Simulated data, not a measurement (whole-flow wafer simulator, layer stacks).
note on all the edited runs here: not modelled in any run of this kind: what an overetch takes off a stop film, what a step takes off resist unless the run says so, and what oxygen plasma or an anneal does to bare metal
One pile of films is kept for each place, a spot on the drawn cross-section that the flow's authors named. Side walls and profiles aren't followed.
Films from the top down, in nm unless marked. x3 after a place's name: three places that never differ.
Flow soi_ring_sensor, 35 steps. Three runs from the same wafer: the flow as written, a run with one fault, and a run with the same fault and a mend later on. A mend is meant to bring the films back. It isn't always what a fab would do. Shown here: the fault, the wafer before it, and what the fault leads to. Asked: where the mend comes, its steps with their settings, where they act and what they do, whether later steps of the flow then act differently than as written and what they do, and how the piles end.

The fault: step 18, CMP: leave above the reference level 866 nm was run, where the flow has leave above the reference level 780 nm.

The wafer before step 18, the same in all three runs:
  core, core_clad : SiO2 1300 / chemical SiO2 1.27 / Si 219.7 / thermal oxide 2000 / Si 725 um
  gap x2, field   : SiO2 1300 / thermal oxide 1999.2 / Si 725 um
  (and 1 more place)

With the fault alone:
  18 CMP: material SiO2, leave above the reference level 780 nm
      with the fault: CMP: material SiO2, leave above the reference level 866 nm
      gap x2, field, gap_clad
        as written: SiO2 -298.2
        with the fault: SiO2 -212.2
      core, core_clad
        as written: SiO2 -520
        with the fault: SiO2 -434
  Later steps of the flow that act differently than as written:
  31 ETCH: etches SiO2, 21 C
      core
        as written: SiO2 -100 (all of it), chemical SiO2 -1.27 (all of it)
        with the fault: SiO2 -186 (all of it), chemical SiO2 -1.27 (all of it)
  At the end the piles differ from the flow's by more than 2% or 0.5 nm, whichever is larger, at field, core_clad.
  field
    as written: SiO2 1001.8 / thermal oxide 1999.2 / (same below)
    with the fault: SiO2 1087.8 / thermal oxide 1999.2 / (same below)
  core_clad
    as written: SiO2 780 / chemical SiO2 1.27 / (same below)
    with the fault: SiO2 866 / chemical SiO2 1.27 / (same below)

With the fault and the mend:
  The mend comes after step 19.
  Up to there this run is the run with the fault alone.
  19a CMP: material SiO2, leave above the reference level 780 nm (the flow's step 18 once more)
      core, gap x2, field, core_clad, gap_clad
        SiO2 -86
  No later step of the flow acts differently than as written at any place that is followed.
  At the end the piles are the same as the flow's at every place that both follow.
